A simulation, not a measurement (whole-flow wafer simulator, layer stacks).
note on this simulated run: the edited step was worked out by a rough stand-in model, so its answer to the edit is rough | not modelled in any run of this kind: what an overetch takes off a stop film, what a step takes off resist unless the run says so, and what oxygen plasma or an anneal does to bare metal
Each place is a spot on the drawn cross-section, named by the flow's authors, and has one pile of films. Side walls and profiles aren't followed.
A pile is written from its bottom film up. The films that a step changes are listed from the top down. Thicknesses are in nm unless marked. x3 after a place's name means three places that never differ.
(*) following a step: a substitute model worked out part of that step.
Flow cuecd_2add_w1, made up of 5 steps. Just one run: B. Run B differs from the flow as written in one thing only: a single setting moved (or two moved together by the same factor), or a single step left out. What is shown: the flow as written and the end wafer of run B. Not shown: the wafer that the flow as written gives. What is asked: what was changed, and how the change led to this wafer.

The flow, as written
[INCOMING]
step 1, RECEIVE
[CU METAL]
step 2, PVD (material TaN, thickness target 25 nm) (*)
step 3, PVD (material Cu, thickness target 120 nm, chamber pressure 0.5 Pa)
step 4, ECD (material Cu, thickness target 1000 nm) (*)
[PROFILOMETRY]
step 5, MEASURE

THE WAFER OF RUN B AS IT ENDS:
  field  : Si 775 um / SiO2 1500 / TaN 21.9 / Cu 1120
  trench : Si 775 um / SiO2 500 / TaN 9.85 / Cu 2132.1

The reason: step 2, PVD: thickness target 21.9 nm was run, whereas the flow has thickness target 25 nm.
The wafer lets one read it off: field has TaN 21.9, and step 2 as written asks for 25 nm.

How this came from the change, step by step:
  step 2, PVD (material TaN, thickness target 25 nm) (*)
      field: TaN gains 21.9 (new film) (as written it would have been: TaN gains 25 (new film))
      trench: TaN gains 9.85 (new film) (as written it would have been: TaN gains 11.2 (new film))
